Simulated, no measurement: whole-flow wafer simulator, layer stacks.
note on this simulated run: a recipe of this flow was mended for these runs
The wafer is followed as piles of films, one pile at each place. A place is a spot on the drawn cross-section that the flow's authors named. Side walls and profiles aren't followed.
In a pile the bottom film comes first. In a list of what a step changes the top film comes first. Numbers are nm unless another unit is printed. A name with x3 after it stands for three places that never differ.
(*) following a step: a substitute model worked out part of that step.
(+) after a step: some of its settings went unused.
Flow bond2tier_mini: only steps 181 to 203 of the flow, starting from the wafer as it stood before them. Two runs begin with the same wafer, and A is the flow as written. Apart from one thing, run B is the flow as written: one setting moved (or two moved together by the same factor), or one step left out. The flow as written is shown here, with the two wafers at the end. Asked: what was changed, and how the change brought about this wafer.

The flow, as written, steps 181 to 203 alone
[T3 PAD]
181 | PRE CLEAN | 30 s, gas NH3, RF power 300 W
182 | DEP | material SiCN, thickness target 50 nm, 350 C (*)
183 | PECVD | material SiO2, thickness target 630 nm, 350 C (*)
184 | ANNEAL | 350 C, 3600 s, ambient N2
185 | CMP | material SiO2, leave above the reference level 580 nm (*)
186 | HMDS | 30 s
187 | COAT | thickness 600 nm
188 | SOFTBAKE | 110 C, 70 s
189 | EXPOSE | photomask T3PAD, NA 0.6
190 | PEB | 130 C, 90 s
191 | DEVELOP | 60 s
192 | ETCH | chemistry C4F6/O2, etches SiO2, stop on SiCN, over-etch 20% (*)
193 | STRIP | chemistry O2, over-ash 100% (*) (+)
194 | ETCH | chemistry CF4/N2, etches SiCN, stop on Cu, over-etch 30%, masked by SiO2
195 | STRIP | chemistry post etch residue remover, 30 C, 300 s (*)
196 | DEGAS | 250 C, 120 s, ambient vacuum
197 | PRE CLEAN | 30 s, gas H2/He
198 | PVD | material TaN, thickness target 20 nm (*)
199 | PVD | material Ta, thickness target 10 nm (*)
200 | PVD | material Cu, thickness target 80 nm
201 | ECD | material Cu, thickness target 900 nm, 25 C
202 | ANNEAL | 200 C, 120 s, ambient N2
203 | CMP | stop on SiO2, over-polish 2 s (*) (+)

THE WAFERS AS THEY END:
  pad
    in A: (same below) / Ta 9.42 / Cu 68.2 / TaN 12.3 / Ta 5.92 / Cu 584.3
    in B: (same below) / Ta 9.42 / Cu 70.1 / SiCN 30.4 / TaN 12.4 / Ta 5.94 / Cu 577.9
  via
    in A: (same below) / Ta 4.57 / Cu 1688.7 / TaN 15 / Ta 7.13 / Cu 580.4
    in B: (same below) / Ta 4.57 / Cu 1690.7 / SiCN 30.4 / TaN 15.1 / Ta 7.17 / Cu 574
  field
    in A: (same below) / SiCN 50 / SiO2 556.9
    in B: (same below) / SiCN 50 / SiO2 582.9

Cause: step 194, ETCH: chemistry CF4/N2, etches SiCN, stop on Cu, over-etch 30%, masked by SiO2, was skipped.

The path from the change to this, step by step:
  195 | STRIP | chemistry post etch residue remover, 30 C, 300 s (*)
      pad, via: A -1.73 Cu | B nothing
With metal films that touch counted as one body, pad has 4 bodies (between them, from the top down: SiCN 30.4; SiO2 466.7 / Si 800 / chemical SiO2 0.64 / SiO2 300 / SiCN 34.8; SiO2 466.7 / Si 800 / chemical SiO2 0.64 / SiO2 300 / SiCN 34.8); the flow as written gives 3 bodies (between them, from the top down: SiO2 466.7 / Si 800 / chemical SiO2 0.64 / SiO2 300 / SiCN 34.8; SiO2 466.7 / Si 800 / chemical SiO2 0.64 / SiO2 300 / SiCN 34.8).
With metal films that touch counted as one body, via has 2 bodies (between them, from the top down: SiCN 30.4); the flow as written gives 1 body.
